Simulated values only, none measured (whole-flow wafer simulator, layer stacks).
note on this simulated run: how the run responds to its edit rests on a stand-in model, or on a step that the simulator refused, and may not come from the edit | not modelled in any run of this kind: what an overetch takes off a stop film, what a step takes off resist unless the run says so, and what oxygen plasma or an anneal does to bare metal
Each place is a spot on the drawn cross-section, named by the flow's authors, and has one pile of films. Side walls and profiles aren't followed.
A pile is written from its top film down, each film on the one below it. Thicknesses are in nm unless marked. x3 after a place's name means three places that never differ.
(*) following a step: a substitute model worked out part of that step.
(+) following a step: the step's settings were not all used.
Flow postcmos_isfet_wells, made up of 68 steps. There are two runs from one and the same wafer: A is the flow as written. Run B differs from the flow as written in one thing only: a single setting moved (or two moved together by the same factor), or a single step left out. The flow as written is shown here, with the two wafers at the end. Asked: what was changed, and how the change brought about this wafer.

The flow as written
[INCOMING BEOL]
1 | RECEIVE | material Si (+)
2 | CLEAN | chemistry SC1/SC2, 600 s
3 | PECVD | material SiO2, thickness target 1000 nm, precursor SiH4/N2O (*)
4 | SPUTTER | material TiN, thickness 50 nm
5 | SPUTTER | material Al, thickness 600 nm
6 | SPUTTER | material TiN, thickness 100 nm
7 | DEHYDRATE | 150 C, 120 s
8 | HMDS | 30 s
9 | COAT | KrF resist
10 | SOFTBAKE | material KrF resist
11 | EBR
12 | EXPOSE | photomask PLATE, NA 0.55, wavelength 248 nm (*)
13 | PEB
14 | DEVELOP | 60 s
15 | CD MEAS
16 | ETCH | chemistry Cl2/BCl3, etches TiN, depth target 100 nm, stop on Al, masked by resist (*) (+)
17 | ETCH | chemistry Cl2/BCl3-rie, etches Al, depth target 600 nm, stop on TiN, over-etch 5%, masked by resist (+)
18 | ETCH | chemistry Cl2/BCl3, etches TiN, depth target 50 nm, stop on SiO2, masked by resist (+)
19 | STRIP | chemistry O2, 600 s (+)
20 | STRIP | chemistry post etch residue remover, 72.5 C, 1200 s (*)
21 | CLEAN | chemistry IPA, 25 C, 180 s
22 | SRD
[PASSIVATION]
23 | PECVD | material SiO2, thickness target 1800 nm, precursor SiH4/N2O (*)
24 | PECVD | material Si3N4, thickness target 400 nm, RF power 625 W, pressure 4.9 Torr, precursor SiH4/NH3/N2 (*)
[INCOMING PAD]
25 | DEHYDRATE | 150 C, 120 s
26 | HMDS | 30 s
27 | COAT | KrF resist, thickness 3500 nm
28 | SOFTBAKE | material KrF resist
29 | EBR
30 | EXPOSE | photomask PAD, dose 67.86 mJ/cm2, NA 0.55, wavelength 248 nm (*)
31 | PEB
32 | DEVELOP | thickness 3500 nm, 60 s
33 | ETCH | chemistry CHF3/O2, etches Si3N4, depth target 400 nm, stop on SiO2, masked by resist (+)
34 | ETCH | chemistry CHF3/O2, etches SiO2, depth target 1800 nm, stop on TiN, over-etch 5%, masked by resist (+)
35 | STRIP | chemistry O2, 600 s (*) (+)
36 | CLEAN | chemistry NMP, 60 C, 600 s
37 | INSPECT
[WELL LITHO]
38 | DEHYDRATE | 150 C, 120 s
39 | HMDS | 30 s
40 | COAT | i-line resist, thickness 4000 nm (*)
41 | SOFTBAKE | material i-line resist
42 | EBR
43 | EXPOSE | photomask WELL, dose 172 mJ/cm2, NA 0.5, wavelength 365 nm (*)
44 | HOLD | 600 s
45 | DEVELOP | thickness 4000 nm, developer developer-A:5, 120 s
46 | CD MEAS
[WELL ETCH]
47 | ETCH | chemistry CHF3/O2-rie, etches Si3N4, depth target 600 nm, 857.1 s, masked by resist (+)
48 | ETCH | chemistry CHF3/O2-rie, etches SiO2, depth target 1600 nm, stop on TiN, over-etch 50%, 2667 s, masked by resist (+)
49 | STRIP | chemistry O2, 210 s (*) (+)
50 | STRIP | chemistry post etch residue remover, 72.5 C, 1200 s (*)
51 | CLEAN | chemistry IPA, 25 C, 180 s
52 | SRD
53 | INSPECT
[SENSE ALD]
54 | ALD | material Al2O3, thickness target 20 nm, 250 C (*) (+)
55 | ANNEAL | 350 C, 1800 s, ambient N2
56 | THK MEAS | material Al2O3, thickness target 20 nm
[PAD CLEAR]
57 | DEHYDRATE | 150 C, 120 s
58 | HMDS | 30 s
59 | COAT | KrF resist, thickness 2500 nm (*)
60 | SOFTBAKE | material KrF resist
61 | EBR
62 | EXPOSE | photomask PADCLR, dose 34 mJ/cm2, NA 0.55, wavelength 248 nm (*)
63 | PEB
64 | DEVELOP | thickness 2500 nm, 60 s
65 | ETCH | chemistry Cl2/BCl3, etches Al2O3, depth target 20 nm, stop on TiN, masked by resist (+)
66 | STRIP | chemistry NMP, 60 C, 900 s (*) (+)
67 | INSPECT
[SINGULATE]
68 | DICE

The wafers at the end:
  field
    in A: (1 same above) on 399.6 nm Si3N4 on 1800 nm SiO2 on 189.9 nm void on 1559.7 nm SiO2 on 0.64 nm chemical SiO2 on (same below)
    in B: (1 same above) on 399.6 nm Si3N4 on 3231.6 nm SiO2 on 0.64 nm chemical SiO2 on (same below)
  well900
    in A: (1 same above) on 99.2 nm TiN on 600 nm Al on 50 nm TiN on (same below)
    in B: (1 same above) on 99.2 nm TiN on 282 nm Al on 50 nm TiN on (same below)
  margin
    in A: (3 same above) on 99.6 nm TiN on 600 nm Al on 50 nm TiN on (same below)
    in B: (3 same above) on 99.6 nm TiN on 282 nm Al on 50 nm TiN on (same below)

Cause: step 5, SPUTTER: thickness 282 nm was run, though the flow has thickness 600 nm.
One can read it off the wafer: well900 has Al 282, and step 5 as written asks for 600 nm.

The path from the change to this, step by step:
  5 | SPUTTER | material Al, thickness 600 nm
      field, margin, well900, well1300 x3, pad_rim, pad_clr, pad_open: A Al gains 600 (new film) | B Al gains 282 (new film)
  17 | ETCH | chemistry Cl2/BCl3-rie, etches Al, depth target 600 nm, stop on TiN, over-etch 5%, masked by resist (+)
      margin, well900, well1300 x3, pad_rim, pad_clr, pad_open: A KrF resist loses 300 | B KrF resist loses 148
      field: A Al loses 600 (all of it) | B Al loses 282 (all of it)
  19 | STRIP | chemistry O2, 600 s (+)
      margin, well900, well1300 x3, pad_rim, pad_clr, pad_open: A KrF resist loses 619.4 (all of it) | B KrF resist loses 771.3 (all of it)
  23 | PECVD | material SiO2, thickness target 1800 nm, precursor SiH4/N2O (*)
      field: A SiO2 gains 1800 (new film), void gains 189.9 (new film), SiO2 gains 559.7 | B SiO2 gains 2231.6
